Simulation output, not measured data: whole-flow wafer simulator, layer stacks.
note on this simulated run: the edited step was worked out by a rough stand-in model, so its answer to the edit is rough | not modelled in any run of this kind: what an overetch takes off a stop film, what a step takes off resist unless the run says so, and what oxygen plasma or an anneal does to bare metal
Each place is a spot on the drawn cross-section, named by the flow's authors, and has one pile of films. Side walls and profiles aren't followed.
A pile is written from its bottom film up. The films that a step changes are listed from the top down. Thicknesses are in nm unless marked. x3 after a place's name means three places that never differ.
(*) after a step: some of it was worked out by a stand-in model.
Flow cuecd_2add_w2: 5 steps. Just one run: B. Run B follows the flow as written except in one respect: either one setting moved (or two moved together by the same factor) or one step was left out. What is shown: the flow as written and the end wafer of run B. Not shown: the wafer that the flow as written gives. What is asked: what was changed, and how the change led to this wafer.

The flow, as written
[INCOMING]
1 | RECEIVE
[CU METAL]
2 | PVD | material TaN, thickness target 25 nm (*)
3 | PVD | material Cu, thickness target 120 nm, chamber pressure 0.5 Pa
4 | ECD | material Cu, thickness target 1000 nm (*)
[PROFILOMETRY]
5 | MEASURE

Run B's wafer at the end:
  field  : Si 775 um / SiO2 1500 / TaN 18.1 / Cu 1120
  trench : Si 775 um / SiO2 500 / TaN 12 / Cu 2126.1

The reason: step 2, PVD: thickness target 18.1 nm was run, whereas the flow has thickness target 25 nm.
One can read it off the wafer: field has TaN 18.1, and step 2 as written asks for 25 nm.

How this came from the change, step by step:
  2 | PVD | material TaN, thickness target 25 nm (*)
      field: TaN gains 18.1 (new film) (in the flow as written it would be: TaN gains 25 (new film))
      trench: TaN gains 12 (new film) (in the flow as written it would be: TaN gains 16.6 (new film))
